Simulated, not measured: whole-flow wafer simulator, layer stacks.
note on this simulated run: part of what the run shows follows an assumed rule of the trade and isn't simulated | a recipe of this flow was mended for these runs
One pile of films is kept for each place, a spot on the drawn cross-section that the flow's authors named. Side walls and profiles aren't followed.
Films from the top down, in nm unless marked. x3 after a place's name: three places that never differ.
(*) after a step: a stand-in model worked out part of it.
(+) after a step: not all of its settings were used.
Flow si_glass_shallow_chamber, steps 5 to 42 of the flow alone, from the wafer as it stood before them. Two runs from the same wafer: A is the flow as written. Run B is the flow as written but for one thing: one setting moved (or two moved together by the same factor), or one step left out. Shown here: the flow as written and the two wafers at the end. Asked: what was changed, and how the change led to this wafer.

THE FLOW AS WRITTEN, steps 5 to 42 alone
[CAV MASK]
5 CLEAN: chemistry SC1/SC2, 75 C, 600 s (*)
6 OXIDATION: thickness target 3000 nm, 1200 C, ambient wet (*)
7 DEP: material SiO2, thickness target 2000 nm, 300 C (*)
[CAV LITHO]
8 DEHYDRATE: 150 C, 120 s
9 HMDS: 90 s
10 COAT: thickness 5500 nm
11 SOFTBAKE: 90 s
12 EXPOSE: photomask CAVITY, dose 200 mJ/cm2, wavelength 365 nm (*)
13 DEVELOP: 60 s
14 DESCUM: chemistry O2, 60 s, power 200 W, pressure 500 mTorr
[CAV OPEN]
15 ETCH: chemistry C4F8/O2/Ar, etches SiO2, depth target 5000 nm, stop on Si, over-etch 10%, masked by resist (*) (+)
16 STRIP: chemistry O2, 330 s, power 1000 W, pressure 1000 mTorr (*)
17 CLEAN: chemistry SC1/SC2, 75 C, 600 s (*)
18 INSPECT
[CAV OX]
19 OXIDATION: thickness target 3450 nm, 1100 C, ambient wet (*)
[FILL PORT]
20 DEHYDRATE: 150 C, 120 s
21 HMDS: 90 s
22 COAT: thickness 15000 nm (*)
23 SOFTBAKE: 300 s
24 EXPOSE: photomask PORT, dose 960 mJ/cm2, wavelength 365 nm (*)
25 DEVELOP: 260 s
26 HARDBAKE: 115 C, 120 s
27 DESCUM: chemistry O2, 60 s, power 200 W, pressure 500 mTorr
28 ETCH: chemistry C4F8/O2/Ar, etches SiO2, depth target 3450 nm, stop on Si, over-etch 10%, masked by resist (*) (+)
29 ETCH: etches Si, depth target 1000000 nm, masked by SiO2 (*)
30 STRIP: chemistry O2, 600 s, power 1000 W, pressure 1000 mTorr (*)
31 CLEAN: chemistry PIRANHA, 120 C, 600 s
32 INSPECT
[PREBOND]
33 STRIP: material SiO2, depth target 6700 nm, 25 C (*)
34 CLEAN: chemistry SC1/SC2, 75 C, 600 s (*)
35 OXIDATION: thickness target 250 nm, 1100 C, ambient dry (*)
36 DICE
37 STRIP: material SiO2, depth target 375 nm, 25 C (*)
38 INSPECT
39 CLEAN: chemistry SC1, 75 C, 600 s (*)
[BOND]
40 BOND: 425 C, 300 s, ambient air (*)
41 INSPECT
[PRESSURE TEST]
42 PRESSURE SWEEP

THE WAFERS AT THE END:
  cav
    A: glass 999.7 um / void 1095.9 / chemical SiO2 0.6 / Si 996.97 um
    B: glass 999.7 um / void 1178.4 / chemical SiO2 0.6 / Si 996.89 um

The cause: step 15, ETCH: depth target 5600 nm was run, where the flow has depth target 5000 nm.

How the change led to this, step by step:
  15 ETCH: chemistry C4F8/O2/Ar, etches SiO2, depth target 5000 nm, stop on Si, over-etch 10%, masked by resist (*) (+)
      cav, port: A SiO2 -5000 (all of it), Si -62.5 | B SiO2 -5000 (all of it), Si -145
  22 COAT: thickness 15000 nm (*)
      rim: A thick-i-line-resist +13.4 um (new film) | B thick-i-line-resist +13.37 um (new film)
      ramp: A thick-i-line-resist +12.89 um (new film) | B thick-i-line-resist +12.85 um (new film)
      (and at 2 more places)
  23 SOFTBAKE: 300 s
      rim: A thick-i-line-resist -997 | B thick-i-line-resist -1020.3
      ramp: A thick-i-line-resist -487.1 | B thick-i-line-resist -499.4
      (and at 4 more places)
  25 DEVELOP: 260 s
      port: A thick-i-line-resist -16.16 um (all of it) | B thick-i-line-resist -16.18 um (all of it)
  29 ETCH: etches Si, depth target 1000000 nm, masked by SiO2 (*)
      rim, ramp: A thick-i-line-resist -11.47 um (all of it), SiO2 -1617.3 | B thick-i-line-resist -11.42 um (all of it), SiO2 -1647.3
      port: A hole +997.05 um (new film), Si -997.05 um (all of it) | B hole +996.97 um (new film), Si -996.97 um (all of it)
      (and at 1 more place)
  30 STRIP: chemistry O2, 600 s, power 1000 W, pressure 1000 mTorr (*)
      cav: A thick-i-line-resist -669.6 (all of it) | B thick-i-line-resist -694.6 (all of it)
  40 BOND: 425 C, 300 s, ambient air (*)
      cav: A glass +999.7 um (new film), void +1095.9 (new film) | B glass +999.7 um (new film), void +1178.4 (new film)
      port: A glass +999.7 um (new film), hole +1017.3 | B glass +999.7 um (new film), hole +1099.8
